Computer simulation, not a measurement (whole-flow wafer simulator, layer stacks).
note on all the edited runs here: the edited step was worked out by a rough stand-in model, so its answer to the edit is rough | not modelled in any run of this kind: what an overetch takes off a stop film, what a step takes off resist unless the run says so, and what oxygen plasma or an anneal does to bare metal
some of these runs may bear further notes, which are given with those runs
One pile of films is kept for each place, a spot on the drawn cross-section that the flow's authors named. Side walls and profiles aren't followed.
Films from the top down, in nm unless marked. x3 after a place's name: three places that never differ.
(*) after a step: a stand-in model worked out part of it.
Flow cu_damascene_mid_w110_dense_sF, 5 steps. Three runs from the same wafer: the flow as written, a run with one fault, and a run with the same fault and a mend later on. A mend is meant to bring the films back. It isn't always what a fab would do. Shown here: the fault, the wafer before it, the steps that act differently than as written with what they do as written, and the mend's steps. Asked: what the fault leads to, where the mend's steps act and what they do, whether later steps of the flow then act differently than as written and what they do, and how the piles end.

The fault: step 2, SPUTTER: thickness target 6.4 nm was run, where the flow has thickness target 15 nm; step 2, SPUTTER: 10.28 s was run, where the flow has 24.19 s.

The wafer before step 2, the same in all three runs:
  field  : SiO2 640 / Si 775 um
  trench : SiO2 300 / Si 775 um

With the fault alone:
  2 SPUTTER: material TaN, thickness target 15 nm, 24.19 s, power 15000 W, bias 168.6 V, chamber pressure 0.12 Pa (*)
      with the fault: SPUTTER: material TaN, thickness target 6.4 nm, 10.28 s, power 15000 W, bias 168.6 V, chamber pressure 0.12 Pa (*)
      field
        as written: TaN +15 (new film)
        with the fault: TaN +6.4 (new film)
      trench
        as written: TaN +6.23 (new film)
        with the fault: TaN +2.66 (new film)
  Later steps of the flow that act differently than as written (2 more steps differ only slightly, by at most 2% or 0.5 nm, whichever is larger, and aren't shown):
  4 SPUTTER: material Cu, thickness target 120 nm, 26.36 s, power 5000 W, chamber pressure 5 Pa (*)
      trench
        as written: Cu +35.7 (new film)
        with the fault: Cu +36.7 (new film)
  At the end the piles differ from the flow's by more than 2% or 0.5 nm, whichever is larger, at field, trench.
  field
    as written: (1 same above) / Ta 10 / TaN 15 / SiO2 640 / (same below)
    with the fault: (1 same above) / Ta 10 / TaN 6.4 / SiO2 640 / (same below)
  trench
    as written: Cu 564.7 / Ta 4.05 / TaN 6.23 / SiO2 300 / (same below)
    with the fault: Cu 559.6 / Ta 4.15 / TaN 2.66 / SiO2 300 / (same below)

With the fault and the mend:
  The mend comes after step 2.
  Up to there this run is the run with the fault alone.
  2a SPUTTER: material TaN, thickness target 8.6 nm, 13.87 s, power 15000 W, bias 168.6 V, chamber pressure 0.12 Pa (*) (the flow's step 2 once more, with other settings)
      field
        TaN +8.6
      trench
        TaN +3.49
  No later step of the flow acts differently than as written, at any place that is followed, by more than 2% or 0.5 nm, whichever is larger.
  At the end the piles differ from the flow's only slightly at the places that both follow, by at most 2% or 0.5 nm, whichever is larger.
